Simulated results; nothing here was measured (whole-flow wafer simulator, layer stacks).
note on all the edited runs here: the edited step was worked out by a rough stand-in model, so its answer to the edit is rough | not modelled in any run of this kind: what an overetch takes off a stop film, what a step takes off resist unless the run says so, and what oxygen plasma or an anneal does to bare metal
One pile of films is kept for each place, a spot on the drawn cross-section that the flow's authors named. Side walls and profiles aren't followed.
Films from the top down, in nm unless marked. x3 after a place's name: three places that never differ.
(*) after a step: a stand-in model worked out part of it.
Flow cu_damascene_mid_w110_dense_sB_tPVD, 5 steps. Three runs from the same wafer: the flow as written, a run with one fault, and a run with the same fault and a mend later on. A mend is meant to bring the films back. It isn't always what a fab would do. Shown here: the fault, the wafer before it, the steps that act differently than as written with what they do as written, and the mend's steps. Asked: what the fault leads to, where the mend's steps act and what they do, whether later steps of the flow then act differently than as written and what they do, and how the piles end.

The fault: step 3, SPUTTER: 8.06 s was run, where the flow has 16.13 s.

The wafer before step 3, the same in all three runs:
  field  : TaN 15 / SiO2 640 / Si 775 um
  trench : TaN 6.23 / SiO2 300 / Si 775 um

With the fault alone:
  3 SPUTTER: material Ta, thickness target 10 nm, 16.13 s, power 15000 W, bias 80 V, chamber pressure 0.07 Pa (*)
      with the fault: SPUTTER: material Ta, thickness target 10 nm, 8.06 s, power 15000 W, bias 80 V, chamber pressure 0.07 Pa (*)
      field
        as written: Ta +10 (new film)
        with the fault: Ta +5 (new film)
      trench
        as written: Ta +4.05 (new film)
        with the fault: Ta +2.02 (new film)
  No later step of the flow acts differently than as written, at any place that is followed, by more than 2% or 0.5 nm, whichever is larger.
  At the end the piles differ from the flow's by more than 2% or 0.5 nm, whichever is larger, at field, trench.
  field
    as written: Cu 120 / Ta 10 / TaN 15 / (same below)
    with the fault: Cu 120 / Ta 5 / TaN 15 / (same below)
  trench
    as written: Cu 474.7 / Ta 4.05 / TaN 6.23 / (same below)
    with the fault: Cu 471.7 / Ta 2.02 / TaN 6.23 / (same below)

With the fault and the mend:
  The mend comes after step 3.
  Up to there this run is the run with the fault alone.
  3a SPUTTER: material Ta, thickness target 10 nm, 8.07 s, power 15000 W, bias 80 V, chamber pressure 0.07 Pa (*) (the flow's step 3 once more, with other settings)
      field
        Ta +5
      trench
        Ta +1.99
  No later step of the flow acts differently than as written, at any place that is followed, by more than 2% or 0.5 nm, whichever is larger.
  At the end the piles differ from the flow's only slightly at the places that both follow, by at most 2% or 0.5 nm, whichever is larger.
